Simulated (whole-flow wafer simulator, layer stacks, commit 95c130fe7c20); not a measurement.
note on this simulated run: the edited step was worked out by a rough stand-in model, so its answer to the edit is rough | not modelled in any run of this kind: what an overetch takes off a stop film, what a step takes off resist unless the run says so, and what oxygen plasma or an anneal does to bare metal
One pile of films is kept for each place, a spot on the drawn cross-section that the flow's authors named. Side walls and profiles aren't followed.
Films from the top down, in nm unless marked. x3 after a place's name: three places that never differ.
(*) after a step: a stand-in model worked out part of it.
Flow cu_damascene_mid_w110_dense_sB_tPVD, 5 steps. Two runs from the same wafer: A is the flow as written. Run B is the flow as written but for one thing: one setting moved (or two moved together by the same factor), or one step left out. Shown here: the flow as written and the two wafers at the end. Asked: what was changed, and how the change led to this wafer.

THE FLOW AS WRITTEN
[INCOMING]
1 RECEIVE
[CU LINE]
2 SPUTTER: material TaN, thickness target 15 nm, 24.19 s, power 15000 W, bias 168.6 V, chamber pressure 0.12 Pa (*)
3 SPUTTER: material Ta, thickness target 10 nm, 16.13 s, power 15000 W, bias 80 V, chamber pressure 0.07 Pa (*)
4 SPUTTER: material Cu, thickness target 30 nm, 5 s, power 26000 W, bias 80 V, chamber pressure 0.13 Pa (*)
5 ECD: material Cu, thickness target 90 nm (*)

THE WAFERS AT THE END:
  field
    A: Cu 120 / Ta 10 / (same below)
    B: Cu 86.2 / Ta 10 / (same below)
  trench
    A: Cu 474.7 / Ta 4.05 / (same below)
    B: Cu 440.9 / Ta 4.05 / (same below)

The cause: step 5, ECD: thickness target 56.2 nm was run, where the flow has thickness target 90 nm.

How the change led to this, step by step:
  5 ECD: material Cu, thickness target 90 nm (*)
      field: A Cu +90 | B Cu +56.2
      trench: A Cu +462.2 | B Cu +428.4
